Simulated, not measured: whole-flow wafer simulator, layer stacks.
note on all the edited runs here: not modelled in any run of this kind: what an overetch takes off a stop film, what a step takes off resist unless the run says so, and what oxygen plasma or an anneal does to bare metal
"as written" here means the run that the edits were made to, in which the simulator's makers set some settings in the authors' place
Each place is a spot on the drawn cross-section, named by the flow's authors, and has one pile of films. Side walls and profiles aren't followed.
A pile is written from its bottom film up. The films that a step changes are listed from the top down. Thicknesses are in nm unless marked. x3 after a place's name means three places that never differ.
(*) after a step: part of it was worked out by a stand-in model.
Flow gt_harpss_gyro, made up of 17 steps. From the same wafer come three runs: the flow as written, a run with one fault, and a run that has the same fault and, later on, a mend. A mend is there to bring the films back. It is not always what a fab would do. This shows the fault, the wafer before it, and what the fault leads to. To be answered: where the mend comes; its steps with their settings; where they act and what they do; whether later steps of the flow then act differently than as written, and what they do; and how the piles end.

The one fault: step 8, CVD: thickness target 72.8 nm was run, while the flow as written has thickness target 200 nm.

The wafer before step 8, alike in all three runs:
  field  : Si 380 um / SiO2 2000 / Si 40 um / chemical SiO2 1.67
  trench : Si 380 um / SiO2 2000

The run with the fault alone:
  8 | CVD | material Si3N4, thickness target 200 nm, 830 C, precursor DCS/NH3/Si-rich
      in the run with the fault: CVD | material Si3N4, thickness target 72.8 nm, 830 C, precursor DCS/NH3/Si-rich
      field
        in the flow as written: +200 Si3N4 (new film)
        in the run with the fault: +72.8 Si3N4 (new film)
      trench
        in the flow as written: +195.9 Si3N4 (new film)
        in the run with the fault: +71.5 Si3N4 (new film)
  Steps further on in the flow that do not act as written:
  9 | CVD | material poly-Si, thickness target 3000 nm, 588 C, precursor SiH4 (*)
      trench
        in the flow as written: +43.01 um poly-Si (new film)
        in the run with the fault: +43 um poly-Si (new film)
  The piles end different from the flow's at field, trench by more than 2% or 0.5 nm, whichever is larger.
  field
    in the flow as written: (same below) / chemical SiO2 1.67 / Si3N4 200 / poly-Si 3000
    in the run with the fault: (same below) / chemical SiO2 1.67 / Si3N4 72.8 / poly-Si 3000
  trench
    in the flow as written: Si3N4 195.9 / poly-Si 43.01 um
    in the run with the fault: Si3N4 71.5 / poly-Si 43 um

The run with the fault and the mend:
  The mend follows step 8.
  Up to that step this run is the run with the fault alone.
  8a | CVD | material Si3N4, thickness target 127.2 nm, 830 C, precursor DCS/NH3/Si-rich (the flow's step 8 again, with other settings)
      field
        +127.2 Si3N4
      trench
        +124.4 Si3N4
  Later steps of the flow that are run all act as written at every place that is followed.
  At the end the piles are close to the flow's at the places that both follow, differing by at most 2% or 0.5 nm, whichever is larger.
